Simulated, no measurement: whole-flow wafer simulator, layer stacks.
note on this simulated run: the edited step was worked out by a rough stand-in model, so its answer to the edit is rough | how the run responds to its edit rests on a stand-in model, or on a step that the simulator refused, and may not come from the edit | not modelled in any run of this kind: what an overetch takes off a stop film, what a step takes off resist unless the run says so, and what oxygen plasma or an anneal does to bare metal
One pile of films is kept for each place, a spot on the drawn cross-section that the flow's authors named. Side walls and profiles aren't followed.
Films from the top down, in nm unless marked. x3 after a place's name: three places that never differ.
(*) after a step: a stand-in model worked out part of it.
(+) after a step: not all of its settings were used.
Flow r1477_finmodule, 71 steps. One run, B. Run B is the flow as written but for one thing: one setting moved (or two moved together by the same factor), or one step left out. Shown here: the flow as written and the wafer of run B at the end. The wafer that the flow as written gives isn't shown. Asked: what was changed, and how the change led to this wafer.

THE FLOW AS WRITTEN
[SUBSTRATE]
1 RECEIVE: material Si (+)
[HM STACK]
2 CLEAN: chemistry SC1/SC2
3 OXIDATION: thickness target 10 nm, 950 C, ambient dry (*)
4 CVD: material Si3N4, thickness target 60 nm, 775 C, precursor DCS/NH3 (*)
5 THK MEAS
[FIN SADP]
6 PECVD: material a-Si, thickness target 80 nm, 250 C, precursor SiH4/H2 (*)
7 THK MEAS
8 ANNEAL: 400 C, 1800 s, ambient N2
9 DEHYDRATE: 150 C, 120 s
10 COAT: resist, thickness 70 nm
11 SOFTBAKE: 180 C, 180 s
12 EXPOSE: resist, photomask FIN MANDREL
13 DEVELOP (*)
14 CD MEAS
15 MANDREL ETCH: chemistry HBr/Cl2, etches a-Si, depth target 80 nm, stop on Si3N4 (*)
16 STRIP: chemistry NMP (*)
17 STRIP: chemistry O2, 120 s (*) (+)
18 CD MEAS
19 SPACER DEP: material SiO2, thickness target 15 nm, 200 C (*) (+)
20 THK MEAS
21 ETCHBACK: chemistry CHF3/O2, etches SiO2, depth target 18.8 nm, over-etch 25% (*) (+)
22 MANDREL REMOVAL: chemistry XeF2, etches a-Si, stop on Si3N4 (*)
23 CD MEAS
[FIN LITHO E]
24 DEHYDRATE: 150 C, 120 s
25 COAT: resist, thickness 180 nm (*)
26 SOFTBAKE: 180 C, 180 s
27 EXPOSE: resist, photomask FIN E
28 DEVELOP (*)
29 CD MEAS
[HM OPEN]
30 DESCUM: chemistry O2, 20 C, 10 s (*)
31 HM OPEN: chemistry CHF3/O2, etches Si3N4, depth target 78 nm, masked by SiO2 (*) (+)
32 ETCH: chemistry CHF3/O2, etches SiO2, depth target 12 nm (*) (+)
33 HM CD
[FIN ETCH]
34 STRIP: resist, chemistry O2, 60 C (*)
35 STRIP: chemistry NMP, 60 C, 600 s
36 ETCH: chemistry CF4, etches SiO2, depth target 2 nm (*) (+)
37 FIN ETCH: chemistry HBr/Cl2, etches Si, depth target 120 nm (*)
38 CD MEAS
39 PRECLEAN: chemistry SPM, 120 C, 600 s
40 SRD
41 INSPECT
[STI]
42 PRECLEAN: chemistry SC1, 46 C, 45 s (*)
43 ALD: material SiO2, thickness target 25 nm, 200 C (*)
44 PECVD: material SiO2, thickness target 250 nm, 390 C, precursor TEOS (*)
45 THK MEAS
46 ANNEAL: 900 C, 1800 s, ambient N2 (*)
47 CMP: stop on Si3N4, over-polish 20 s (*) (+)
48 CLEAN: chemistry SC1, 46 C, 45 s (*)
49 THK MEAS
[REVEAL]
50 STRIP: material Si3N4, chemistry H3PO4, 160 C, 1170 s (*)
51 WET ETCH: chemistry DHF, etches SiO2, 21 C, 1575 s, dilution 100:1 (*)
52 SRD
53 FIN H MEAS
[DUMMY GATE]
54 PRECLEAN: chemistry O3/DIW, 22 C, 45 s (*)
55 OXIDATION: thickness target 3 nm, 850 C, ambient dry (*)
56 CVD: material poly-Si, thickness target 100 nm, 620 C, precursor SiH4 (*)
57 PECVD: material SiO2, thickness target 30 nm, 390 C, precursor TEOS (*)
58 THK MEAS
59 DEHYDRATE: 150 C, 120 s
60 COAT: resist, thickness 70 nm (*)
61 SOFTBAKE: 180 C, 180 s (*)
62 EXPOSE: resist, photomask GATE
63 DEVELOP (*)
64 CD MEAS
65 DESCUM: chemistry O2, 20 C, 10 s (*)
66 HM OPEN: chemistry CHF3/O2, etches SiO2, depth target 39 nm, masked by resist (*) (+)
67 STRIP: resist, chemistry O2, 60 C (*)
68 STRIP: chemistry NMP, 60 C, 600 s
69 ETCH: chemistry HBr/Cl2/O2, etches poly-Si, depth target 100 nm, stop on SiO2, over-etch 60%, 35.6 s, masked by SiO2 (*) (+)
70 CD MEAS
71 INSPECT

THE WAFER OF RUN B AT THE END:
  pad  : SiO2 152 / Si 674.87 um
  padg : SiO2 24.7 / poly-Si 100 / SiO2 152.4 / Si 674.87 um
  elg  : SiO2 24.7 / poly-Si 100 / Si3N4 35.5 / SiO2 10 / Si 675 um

The cause: step 51, WET ETCH: 669 s was run, where the flow has 1575 s.

How the change led to this, step by step:
  51 WET ETCH: chemistry DHF, etches SiO2, 21 C, 1575 s, dilution 100:1 (*)
      pad, padg, e40sg and 12 more: SiO2 -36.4 (as written it would be: SiO2 -85.7)
      elg, e40lg, e100lg, e200lg, elo, e40lo, e100lo, e200lo: SiO2 -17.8 (all of it), Si3N4 -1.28 (as written it would be: SiO2 -17.8 (all of it), Si3N4 -4.97)
      (and at 7 more places)
  56 CVD: material poly-Si, thickness target 100 nm, 620 C, precursor SiH4 (*)
      s40sg_line, s45sg_line, s50sg_line, s40so_line, s45so_line, s50so_line: poly-Si +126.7 (new film) (as written it would be: poly-Si +100 (new film))
      s40cg, s40co: poly-Si +100 (new film) (as written it would be: poly-Si +113.9 (new film))
      (and at 5 more places)
  60 COAT: resist, thickness 70 nm (*)
      e40lg, e100lg, elo, e40lo, e100lo: resist +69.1 (new film) (as written it would be: resist +66.9 (new film))
      e40sg, eso, e40so: resist +86.2 (new film) (as written it would be: resist +129.5 (new film))
      (and at 23 more places)
  63 DEVELOP (*)
      elo, e40lo, e100lo: resist -69.1 (all of it) (as written it would be: resist -66.9 (all of it))
      eso, e40so: resist -86.2 (all of it) (as written it would be: resist -129.5 (all of it))
      (and at 11 more places)
  67 STRIP: resist, chemistry O2, 60 C (*)
      e40lg, e100lg: resist -15 (all of it) (as written it would be: resist -12.8 (all of it))
      elg: resist -15.2 (all of it) (as written it would be: resist -15.9 (all of it))
      (and at 13 more places)
  69 ETCH: chemistry HBr/Cl2/O2, etches poly-Si, depth target 100 nm, stop on SiO2, over-etch 60%, 35.6 s, masked by SiO2 (*) (+)
      s40so_line, s45so_line, s50so_line: chemical SiO2 -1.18 (all of it), poly-Si -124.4 (all of it), SiO2 -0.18 (as written it would be: chemical SiO2 -1.46 (all of it), poly-Si -97.6 (all of it), SiO2 -0.42)
      s40co: chemical SiO2 -1.18 (all of it), poly-Si -97.7 (all of it), SiO2 -0.42 (as written it would be: chemical SiO2 -1.46 (all of it), poly-Si -111.5 (all of it), SiO2 -0.24)
      (and at 2 more places)
